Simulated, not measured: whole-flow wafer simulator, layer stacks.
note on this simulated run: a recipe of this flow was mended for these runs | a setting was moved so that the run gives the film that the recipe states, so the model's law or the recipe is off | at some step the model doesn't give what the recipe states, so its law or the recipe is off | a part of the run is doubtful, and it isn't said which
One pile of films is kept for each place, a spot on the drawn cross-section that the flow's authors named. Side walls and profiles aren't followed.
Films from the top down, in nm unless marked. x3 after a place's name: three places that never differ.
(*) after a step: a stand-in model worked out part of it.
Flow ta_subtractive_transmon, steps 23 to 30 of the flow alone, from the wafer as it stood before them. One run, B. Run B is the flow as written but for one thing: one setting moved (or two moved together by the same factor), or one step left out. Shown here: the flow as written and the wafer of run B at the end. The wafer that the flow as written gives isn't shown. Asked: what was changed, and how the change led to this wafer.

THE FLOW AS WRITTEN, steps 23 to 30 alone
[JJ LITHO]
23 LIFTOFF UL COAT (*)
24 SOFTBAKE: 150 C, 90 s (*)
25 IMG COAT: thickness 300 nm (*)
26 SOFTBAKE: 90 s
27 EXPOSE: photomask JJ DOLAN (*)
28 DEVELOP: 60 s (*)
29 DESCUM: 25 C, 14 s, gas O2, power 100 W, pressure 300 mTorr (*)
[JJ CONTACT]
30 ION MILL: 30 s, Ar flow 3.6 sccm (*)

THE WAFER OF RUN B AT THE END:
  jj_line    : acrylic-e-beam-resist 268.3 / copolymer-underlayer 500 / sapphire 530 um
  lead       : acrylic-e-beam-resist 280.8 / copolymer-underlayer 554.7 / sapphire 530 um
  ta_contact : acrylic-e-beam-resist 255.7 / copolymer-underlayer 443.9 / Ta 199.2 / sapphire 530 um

The cause: step 28, DEVELOP: 60 s (*), was left out.

How the change led to this, step by step:
  29 DESCUM: 25 C, 14 s, gas O2, power 100 W, pressure 300 mTorr (*)
      jj_line, lead, ta_contact: acrylic-e-beam-resist -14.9 (as written it would be: nothing)
  30 ION MILL: 30 s, Ar flow 3.6 sccm (*)
      jj_line, lead: acrylic-e-beam-resist -16.8 (as written it would be: sapphire -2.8)
      ta_contact: acrylic-e-beam-resist -16.8 (as written it would be: Ta -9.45)
